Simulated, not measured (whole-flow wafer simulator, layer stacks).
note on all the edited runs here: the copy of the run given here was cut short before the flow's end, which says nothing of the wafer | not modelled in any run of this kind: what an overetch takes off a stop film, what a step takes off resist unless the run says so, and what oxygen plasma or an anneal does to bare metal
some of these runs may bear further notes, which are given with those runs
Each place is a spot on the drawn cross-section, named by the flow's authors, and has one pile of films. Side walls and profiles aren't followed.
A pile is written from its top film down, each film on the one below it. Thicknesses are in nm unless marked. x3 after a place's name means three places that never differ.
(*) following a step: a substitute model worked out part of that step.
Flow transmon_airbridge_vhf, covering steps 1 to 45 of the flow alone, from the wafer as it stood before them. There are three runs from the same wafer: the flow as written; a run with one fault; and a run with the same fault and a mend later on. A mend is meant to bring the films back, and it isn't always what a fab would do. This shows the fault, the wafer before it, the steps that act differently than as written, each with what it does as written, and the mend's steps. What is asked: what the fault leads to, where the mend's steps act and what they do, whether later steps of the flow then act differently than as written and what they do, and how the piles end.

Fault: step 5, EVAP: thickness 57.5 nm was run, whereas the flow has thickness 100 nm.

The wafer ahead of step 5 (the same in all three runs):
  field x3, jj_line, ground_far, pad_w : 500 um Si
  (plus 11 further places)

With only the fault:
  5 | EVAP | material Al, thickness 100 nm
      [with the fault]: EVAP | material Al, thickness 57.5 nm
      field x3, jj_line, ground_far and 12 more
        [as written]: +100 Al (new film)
        [with the fault]: +57.5 Al (new film)
  Steps further on in the flow that do not act as written (not shown: 15 more steps that differ only slightly, by at most 2% or 0.5 nm, whichever is larger):
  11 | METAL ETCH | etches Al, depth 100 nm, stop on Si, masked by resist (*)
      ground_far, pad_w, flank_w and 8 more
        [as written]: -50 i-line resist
        [with the fault]: -43.1 i-line resist
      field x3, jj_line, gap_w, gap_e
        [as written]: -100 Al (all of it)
        [with the fault]: -57.5 Al (all of it)
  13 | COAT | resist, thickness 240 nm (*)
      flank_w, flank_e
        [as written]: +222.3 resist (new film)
        [with the fault]: +229.3 resist (new film)
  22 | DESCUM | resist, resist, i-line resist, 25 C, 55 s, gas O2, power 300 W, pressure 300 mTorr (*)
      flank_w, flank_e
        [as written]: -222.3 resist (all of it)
        [with the fault]: -229.3 resist (all of it)
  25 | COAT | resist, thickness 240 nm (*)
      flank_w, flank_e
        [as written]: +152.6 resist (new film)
        [with the fault]: +157.4 resist (new film)
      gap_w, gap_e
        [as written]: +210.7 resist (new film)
        [with the fault]: +206.2 resist (new film)
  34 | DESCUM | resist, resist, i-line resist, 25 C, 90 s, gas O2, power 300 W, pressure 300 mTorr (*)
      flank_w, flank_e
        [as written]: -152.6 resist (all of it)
        [with the fault]: -157.4 resist (all of it)
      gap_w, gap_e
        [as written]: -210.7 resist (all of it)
        [with the fault]: -206.2 resist (all of it)
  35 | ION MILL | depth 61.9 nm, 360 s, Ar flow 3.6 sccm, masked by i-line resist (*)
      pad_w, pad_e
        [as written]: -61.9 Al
        [with the fault]: -57.5 Al (all of it), -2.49 Si
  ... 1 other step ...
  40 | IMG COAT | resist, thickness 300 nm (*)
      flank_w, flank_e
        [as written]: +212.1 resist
        [with the fault]: +218.7 resist
  By the end, the piles at ground_far, pad_w, flank_w and 8 more depart from the flow's by more than 2% or 0.5 nm, whichever is larger.
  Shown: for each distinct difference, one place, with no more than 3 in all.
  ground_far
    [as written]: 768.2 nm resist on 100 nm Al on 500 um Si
    [with the fault]: 768.2 nm resist on 57.5 nm Al on 500 um Si
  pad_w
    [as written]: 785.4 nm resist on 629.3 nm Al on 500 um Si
    [with the fault]: 785.9 nm resist on 591.3 nm Al on 500 um Si
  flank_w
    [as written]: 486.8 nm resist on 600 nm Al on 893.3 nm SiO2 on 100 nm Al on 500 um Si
    [with the fault]: 492.9 nm resist on 600 nm Al on 893.1 nm SiO2 on 57.5 nm Al on 500 um Si

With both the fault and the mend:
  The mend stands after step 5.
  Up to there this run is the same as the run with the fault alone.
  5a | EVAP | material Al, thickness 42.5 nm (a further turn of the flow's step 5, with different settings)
      field x3, jj_line, ground_far and 12 more
        +42.5 Al
  Later steps of the flow that are run all act as written at every place that is followed.
  By the end, the piles equal the flow's at every place that both follow.
